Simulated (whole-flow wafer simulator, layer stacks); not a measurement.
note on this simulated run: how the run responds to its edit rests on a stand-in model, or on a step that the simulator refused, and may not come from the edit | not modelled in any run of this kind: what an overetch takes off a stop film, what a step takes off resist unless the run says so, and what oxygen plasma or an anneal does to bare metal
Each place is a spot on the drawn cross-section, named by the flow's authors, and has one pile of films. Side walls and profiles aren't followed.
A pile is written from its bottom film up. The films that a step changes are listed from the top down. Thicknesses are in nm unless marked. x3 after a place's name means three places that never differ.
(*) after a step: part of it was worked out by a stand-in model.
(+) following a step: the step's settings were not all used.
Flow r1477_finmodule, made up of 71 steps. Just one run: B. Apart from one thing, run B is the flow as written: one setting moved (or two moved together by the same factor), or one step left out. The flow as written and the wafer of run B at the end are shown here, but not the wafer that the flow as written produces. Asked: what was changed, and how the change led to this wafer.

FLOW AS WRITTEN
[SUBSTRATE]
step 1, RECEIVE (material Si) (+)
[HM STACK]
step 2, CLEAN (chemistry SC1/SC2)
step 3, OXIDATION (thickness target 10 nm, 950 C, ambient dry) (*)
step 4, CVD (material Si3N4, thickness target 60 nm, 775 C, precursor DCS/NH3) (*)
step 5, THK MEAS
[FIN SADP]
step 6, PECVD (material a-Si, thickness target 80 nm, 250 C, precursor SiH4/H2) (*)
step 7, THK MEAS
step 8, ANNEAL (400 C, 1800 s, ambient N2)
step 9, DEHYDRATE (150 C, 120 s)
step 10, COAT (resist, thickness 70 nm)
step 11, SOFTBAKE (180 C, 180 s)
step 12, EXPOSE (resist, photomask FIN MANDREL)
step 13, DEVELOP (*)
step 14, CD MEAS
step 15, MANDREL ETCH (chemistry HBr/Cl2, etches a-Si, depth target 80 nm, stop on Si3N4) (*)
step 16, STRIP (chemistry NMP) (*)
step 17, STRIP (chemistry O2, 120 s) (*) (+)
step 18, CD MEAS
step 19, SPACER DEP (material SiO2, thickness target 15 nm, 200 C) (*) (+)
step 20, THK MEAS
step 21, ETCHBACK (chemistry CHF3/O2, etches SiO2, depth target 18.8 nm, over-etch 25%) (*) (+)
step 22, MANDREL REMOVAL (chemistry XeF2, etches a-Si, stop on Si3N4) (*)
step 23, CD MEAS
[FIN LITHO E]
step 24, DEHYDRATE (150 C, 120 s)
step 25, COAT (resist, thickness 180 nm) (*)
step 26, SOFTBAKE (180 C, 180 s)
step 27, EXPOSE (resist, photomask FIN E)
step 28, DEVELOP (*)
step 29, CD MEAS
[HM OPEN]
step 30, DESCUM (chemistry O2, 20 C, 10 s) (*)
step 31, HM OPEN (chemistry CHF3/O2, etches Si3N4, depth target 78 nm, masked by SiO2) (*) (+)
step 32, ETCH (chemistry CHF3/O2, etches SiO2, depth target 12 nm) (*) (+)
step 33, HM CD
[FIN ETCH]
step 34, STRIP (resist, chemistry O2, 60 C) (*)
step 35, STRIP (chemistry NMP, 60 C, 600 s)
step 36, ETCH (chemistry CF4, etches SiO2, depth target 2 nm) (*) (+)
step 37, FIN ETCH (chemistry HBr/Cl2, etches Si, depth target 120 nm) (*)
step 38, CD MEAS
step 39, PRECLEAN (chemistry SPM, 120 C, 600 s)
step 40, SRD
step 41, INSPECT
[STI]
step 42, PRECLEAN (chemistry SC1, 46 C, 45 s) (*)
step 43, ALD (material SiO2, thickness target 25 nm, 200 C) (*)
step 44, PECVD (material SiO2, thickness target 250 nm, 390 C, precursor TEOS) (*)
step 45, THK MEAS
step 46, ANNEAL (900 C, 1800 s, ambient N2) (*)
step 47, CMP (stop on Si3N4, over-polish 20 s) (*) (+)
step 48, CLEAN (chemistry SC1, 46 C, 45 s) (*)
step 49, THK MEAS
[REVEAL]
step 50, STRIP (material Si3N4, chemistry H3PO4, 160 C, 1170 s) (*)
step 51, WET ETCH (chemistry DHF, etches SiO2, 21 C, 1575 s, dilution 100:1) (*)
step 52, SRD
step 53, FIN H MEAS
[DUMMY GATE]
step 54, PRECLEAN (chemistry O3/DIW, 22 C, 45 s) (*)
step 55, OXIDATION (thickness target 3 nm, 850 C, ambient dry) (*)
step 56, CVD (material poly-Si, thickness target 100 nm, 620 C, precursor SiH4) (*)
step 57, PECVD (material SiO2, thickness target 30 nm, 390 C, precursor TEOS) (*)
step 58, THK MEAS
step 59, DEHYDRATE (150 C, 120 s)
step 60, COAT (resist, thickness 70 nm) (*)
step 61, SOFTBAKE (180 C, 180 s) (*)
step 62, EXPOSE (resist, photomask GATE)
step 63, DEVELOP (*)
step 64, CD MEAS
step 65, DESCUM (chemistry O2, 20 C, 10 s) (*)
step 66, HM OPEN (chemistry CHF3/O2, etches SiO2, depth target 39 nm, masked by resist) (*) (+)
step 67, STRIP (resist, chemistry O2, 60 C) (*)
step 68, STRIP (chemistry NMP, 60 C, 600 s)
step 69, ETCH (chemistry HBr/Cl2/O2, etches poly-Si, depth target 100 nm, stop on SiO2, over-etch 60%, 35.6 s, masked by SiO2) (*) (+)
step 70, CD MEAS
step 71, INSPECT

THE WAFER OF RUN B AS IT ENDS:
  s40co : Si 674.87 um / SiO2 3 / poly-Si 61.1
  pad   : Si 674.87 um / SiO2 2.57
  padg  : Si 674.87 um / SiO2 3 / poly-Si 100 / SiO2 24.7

Cause: step 46, ANNEAL: 900 C, 1800 s, ambient N2 (*), was omitted.

Step by step, how the change led to this:
  step 47, CMP (stop on Si3N4, over-polish 20 s) (*) (+)
      pad, padg, e40sg and 11 more: SiO2 loses 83 (as written it would have been: SiO2 loses 71.8)
      elg, esg, e40lg and 6 more: SiO2 loses 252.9 (as written it would have been: SiO2 loses 241.6)
      (also at 13 further places)
  step 50, STRIP (material Si3N4, chemistry H3PO4, 160 C, 1170 s) (*)
      pad, padg, e40sg and 12 more: SiO2 loses 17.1 (as written it would have been: SiO2 loses 4.28)
      elg, esg, e40lg and 12 more: SiO2 loses 12.1 (as written it would have been: SiO2 loses 4.28)
  step 51, WET ETCH (chemistry DHF, etches SiO2, 21 C, 1575 s, dilution 100:1) (*)
      pad, padg, e40sg and 11 more: SiO2 loses 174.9 (all of it), chemical SiO2 loses 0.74 (all of it) (as written it would have been: SiO2 loses 85.7)
      s40cg, s45cg, s50cg, s40co, s45co, s50co: SiO2 loses 179.7 (all of it), chemical SiO2 loses 0.74 (all of it) (as written it would have been: SiO2 loses 79.1)
      (also at 10 further places)
  step 54, PRECLEAN (chemistry O3/DIW, 22 C, 45 s) (*)
      pad, padg, esg and 19 more: chemical SiO2 gains 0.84 (new film), Si loses 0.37 (as written it would have been: nothing)
  step 55, OXIDATION (thickness target 3 nm, 850 C, ambient dry) (*)
      pad, padg, e40sg and 12 more: SiO2 gains 3 (new film), chemical SiO2 loses 0.84 (all of it), Si loses 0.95 (as written it would have been: SiO2 gains 1.21, chemical SiO2 loses 0.74 (all of it), Si loses 0.21)
      esg, s40cg, s45cg, s50cg, s40co, s45co, s50co: SiO2 gains 3 (new film), chemical SiO2 loses 0.84 (all of it), Si loses 0.95 (as written it would have been: SiO2 gains 1.2, chemical SiO2 loses 0.74 (all of it), Si loses 0.2)
  step 56, CVD (material poly-Si, thickness target 100 nm, 620 C, precursor SiH4) (*)
      s40cg, s40co: poly-Si gains 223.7 (new film) (as written it would have been: poly-Si gains 113.9 (new film))
      s45cg, s45co: poly-Si gains 223.7 (new film) (as written it would have been: poly-Si gains 113.4 (new film))
      (also at 3 further places)
  step 60, COAT (resist, thickness 70 nm) (*)
      e40lg, e100lg, e200lg, elo, e40lo, e100lo, e200lo: resist gains 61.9 (new film) (as written it would have been: resist gains 66.9 (new film))
      e40sg, e40so: resist gains 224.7 (new film) (as written it would have been: resist gains 129.5 (new film))
      (also at 23 further places)
  step 63, DEVELOP (*)
      elo, e40lo, e100lo, e200lo: resist loses 61.9 (all of it) (as written it would have been: resist loses 66.9 (all of it))
      eso: resist loses 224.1 (all of it) (as written it would have been: resist loses 129.5 (all of it))
      (also at 12 further places)
  step 67, STRIP (resist, chemistry O2, 60 C) (*)
      e40lg: resist loses 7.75 (all of it) (as written it would have been: resist loses 12.8 (all of it))
      e40sg: resist loses 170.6 (all of it) (as written it would have been: resist loses 75.4 (all of it))
      (also at 13 further places)
  step 69, ETCH (chemistry HBr/Cl2/O2, etches poly-Si, depth target 100 nm, stop on SiO2, over-etch 60%, 35.6 s, masked by SiO2) (*) (+)
      s40co: chemical SiO2 loses 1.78 (all of it), poly-Si loses 160 (as written it would have been: chemical SiO2 loses 1.46 (all of it), poly-Si loses 111.5 (all of it), SiO2 loses 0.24)
      s45co: chemical SiO2 loses 1.78 (all of it), poly-Si loses 160 (as written it would have been: chemical SiO2 loses 1.46 (all of it), poly-Si loses 110.9 (all of it), SiO2 loses 0.25)
      (also at 1 further place)
